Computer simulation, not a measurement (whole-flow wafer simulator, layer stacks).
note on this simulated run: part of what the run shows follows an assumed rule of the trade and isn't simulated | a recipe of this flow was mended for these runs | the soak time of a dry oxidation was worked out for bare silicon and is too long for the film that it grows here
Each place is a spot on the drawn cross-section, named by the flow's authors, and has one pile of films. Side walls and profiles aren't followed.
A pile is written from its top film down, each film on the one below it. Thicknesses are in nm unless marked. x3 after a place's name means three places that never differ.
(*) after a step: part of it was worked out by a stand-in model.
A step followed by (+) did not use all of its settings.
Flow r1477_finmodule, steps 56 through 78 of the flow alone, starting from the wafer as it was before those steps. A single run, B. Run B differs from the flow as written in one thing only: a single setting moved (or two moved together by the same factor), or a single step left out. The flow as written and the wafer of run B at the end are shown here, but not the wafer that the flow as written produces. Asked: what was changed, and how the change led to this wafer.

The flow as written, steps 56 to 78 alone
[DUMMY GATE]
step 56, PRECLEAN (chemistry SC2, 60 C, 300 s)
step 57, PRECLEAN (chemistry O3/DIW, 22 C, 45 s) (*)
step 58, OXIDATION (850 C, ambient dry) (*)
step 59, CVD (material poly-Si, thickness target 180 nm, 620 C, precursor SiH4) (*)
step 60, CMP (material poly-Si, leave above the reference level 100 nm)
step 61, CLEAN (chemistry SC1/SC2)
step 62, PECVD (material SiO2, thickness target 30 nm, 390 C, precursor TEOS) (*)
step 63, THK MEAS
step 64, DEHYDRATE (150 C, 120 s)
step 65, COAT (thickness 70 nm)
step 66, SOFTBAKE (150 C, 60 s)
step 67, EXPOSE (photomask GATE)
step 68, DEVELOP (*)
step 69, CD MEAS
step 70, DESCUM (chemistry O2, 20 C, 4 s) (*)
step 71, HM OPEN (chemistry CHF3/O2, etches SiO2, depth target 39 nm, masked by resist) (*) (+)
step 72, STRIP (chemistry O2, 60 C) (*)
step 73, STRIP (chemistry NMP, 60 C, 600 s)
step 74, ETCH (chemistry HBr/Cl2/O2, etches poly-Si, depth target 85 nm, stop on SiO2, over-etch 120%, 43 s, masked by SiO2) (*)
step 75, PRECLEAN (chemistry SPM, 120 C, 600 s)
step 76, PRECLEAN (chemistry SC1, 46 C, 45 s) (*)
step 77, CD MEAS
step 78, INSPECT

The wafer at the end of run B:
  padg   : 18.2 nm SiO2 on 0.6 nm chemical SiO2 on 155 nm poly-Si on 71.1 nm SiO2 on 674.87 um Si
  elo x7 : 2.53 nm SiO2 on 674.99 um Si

What caused this: step 62, PECVD: thickness target 25.7 nm was run, though the flow has thickness target 30 nm.

How this came from the change, step by step:
  step 62, PECVD (material SiO2, thickness target 30 nm, 390 C, precursor TEOS) (*)
      pad, padg, elg x7 and 27 more: +25.7 SiO2 (new film) (it would be, as written: +30 SiO2 (new film))
  step 71, HM OPEN (chemistry CHF3/O2, etches SiO2, depth target 39 nm, masked by resist) (*) (+)
      pad, elo x7, eso x6, e200so, s40co x3: -25.7 SiO2 (all of it), -0.6 chemical SiO2 (all of it), -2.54 poly-Si (it would be, as written: -30 SiO2 (all of it), -0.6 chemical SiO2 (all of it), -1.68 poly-Si)
